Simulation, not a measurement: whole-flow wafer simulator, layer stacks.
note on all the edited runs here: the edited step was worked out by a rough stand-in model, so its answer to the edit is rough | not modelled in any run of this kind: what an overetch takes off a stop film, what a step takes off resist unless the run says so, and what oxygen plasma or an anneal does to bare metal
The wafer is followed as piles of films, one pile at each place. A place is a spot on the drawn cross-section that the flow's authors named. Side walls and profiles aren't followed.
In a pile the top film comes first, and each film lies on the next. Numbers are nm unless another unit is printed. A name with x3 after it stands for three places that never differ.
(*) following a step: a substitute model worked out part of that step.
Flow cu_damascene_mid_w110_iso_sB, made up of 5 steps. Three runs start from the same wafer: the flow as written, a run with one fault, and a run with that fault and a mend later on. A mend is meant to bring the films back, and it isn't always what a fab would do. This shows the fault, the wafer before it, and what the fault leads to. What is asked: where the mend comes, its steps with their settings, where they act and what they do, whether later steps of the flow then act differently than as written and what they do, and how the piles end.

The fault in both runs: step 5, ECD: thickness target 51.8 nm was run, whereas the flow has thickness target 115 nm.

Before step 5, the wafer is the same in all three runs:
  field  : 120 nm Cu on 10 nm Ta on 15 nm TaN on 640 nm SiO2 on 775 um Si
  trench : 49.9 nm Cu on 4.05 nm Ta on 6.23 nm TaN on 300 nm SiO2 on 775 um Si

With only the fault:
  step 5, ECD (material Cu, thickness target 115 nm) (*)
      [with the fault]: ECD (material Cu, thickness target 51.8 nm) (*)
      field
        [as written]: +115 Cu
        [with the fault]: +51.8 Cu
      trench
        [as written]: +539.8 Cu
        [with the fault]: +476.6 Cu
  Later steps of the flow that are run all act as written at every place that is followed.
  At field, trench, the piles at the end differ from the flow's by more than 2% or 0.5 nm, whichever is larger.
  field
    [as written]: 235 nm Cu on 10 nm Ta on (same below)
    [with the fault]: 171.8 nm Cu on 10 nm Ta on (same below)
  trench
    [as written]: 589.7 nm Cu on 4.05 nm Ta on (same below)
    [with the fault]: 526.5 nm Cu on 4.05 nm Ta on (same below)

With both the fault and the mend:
  The mend stands after step 5.
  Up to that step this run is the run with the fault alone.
  step 5a, ECD (material Cu, thickness target 63.2 nm) (the flow's step 5, run once more with other settings)
      field, trench
        +63.2 Cu
  Later steps of the flow that are run all act as written at every place that is followed.
  The piles end the same as the flow's at every place that both follow.
